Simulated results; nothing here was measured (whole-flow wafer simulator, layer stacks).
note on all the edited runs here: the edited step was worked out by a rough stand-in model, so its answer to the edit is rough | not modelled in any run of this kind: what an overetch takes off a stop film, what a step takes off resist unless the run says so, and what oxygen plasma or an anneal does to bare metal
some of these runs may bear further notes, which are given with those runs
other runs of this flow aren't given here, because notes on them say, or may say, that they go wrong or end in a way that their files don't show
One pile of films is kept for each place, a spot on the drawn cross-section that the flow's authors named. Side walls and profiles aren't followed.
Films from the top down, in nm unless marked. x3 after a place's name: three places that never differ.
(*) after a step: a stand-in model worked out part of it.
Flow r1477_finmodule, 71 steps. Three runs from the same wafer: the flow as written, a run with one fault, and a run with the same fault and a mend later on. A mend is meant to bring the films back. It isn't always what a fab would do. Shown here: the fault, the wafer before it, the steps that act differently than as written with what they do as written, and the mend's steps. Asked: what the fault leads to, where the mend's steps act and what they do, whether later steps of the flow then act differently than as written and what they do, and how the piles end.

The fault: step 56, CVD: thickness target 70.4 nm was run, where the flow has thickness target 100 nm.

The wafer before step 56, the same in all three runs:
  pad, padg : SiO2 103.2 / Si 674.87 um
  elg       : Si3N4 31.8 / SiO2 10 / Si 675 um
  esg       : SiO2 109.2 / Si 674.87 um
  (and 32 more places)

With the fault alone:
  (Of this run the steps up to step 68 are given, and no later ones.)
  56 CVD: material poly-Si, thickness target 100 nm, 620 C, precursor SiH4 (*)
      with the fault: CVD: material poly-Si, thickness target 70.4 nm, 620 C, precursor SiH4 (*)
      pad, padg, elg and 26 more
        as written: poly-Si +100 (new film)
        with the fault: poly-Si +70.4 (new film)
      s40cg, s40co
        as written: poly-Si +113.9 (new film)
        with the fault: poly-Si +83.4 (new film)
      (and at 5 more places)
  Later steps of the flow that act differently than as written (2 more steps differ only slightly, by at most 2% or 0.5 nm, whichever is larger, and aren't shown):
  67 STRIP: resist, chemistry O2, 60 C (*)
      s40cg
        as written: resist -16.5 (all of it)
        with the fault: resist -17.2 (all of it)
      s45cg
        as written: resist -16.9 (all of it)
        with the fault: resist -17.9 (all of it)
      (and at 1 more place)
  After step 68 the piles differ from the flow's by more than 2% or 0.5 nm, whichever is larger, at pad, padg, elg and 33 more.
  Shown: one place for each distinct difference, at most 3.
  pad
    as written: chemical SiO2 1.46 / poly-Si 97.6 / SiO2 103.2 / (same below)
    with the fault: chemical SiO2 1.46 / poly-Si 68 / SiO2 103.2 / (same below)
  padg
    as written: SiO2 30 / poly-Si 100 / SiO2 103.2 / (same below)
    with the fault: SiO2 30 / poly-Si 70.4 / SiO2 103.2 / (same below)
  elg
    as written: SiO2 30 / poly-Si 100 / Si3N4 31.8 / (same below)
    with the fault: SiO2 30 / poly-Si 70.4 / Si3N4 31.8 / (same below)

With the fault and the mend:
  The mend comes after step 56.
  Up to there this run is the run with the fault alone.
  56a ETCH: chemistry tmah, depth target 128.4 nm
      pad, padg, elg and 26 more
        poly-Si -70.4 (all of it)
      s40cg, s40co
        poly-Si -83.4 (all of it)
      s45cg, s45co
        poly-Si -82.6 (all of it)
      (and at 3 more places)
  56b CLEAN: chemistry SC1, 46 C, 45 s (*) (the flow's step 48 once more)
      s40sg_line, s45sg_line, s50sg_line, s40so_line, s45so_line, s50so_line
        SiO2 -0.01
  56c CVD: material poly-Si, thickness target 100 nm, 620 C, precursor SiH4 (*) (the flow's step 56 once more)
      pad, padg, elg and 26 more
        poly-Si +100 (new film)
      s40cg, s40co
        poly-Si +113.9 (new film)
      s45cg, s45co
        poly-Si +113.4 (new film)
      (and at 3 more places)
  No later step of the flow acts differently than as written, at any place that is followed, by more than 2% or 0.5 nm, whichever is larger.
  At the end the piles differ from the flow's only slightly at the places that both follow, by at most 2% or 0.5 nm, whichever is larger.
